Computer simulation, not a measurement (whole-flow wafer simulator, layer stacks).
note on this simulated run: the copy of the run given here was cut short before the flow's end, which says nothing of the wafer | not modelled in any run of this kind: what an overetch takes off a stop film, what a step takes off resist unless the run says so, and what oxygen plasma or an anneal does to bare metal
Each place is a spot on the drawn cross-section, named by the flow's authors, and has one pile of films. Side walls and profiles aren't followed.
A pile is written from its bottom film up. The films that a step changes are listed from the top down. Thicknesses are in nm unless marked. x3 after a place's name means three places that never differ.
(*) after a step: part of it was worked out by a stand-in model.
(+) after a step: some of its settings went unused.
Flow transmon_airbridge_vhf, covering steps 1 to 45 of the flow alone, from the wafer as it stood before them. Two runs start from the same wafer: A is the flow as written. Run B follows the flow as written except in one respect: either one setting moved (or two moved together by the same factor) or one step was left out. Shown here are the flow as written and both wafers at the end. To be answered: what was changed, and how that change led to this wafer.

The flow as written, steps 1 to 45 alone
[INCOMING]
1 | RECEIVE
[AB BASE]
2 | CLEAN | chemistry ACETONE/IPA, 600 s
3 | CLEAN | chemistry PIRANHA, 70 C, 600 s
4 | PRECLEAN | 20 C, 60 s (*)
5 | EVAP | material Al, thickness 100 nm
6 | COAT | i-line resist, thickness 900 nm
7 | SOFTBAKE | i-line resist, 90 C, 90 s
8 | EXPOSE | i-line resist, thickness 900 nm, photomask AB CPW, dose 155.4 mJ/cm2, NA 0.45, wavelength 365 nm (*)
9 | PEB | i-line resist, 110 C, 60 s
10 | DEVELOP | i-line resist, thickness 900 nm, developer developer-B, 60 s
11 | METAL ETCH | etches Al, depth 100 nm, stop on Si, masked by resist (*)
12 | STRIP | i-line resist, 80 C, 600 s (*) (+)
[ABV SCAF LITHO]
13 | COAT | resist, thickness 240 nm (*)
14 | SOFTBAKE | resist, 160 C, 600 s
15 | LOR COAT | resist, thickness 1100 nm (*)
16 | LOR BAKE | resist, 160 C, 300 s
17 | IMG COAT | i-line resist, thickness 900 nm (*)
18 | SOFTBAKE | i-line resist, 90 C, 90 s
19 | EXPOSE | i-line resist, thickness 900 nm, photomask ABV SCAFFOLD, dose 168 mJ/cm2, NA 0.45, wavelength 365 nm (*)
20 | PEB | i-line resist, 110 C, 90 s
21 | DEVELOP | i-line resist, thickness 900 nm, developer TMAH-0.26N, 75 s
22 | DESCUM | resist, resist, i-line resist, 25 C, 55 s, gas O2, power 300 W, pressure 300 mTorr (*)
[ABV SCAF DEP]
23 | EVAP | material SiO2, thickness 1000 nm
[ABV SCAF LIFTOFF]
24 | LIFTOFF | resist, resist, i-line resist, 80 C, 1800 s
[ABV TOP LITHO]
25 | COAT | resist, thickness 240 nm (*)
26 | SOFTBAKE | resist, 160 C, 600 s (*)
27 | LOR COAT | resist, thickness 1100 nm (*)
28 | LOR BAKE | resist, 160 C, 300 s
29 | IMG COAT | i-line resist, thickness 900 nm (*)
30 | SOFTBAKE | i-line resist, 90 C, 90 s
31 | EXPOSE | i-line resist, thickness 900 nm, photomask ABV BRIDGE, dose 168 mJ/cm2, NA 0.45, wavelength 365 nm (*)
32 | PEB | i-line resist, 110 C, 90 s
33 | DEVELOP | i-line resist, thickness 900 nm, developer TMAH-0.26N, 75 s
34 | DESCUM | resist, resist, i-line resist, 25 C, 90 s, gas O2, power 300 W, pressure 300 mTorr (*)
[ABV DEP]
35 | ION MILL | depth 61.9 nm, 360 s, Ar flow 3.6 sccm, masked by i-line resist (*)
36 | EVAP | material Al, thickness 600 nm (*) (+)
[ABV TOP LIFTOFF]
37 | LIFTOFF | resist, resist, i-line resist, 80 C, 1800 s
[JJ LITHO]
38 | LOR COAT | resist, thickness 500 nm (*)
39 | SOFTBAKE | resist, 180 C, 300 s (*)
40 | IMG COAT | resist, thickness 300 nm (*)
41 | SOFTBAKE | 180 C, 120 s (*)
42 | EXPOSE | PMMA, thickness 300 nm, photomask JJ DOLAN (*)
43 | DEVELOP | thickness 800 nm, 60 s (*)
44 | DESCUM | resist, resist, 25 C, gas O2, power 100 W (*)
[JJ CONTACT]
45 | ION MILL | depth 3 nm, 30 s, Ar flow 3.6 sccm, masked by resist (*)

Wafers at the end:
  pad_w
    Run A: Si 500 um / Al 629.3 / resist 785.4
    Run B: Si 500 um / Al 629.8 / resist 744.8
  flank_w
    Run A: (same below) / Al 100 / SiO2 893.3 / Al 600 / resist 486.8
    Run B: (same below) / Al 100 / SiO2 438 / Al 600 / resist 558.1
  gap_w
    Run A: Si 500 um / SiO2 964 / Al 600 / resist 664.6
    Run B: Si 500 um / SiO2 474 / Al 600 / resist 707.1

What caused this: step 23, EVAP: thickness 510 nm was run, though the flow has thickness 1000 nm.

How this came from the change, step by step:
  23 | EVAP | material SiO2, thickness 1000 nm
      field x3, jj_line, ground_far and 10 more: A SiO2 gains 1000 (new film) | B SiO2 gains 510 (new film)
      flank_w, flank_e: A SiO2 gains 929.3 (new film) | B SiO2 gains 474 (new film)
  24 | LIFTOFF | resist, resist, i-line resist, 80 C, 1800 s
      field x3, jj_line, trace_open_s x2: A SiO2 loses 1000 (all of it), i-line resist loses 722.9 (all of it), resist loses 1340 (all of it) | B SiO2 loses 510 (all of it), i-line resist loses 722.9 (all of it), resist loses 1340 (all of it)
      pad_w, pad_e: A SiO2 loses 1000 (all of it), i-line resist loses 718 (all of it), resist loses 1330.2 (all of it) | B SiO2 loses 510 (all of it), i-line resist loses 718 (all of it), resist loses 1330.2 (all of it)
      (also at 1 further place)
  25 | COAT | resist, thickness 240 nm (*)
      flank_w, flank_e: A resist gains 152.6 (new film) | B resist gains 170.4 (new film)
      gap_w, gap_e: A resist gains 210.7 (new film) | B resist gains 231.4 (new film)
      (also at 6 further places)
  27 | LOR COAT | resist, thickness 1100 nm (*)
      gap_w, gap_e: A resist gains 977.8 | B resist gains 1047.4
      margin_s, margin_n: A resist gains 823.4 | B resist gains 948.9
      (also at 6 further places)
  29 | IMG COAT | i-line resist, thickness 900 nm (*)
      gap_w, gap_e: A i-line resist gains 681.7 (new film) | B i-line resist gains 802 (new film)
      margin_s, margin_n: A i-line resist gains 603.2 (new film) | B i-line resist gains 756.7 (new film)
      (also at 7 further places)
  32 | PEB | i-line resist, 110 C, 90 s
      pad_w, pad_e: A i-line resist loses 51 | B i-line resist loses 48.5
      flank_w, flank_e: A i-line resist loses 38.3 | B i-line resist loses 43.1
      (also at 7 further places)
  33 | DEVELOP | i-line resist, thickness 900 nm, developer TMAH-0.26N, 75 s
      gap_w, gap_e: A i-line resist loses 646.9 (all of it), resist loses 977.8 | B i-line resist loses 760.9 (all of it), resist loses 1047.4
      pad_w: A i-line resist loses 937.2 (all of it), resist loses 1247.8 | B i-line resist loses 894.4 (all of it), resist loses 1170.6
      (also at 5 further places)
  34 | DESCUM | resist, resist, i-line resist, 25 C, 90 s, gas O2, power 300 W, pressure 300 mTorr (*)
      flank_w, flank_e: A resist loses 152.6 (all of it) | B resist loses 170.4 (all of it)
      gap_w, gap_e: A resist loses 210.7 (all of it) | B resist loses 231.4 (all of it)
      (also at 4 further places)
  37 | LIFTOFF | resist, resist, i-line resist, 80 C, 1800 s
      margin_s, margin_n: A Al loses 600 (all of it), i-line resist loses 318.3 (all of it), resist loses 992 (all of it) | B Al loses 600 (all of it), i-line resist loses 463.9 (all of it), resist loses 1145.4 (all of it)
      ground_far: A Al loses 600 (all of it), i-line resist loses 717.9 (all of it), resist loses 1384.9 (all of it) | B Al loses 600 (all of it), i-line resist loses 656.8 (all of it), resist loses 1366.2 (all of it)
  38 | LOR COAT | resist, thickness 500 nm (*)
      pad_w, pad_e: A resist gains 517 (new film) | B resist gains 489.3 (new film)
      flank_w, flank_e: A resist gains 306.5 (new film) | B resist gains 364.6 (new film)
      (also at 6 further places)
  40 | IMG COAT | resist, thickness 300 nm (*)
      pad_w, pad_e: A resist gains 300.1 | B resist gains 287.2
      flank_w, flank_e: A resist gains 212.1 | B resist gains 225.2
      (also at 6 further places)
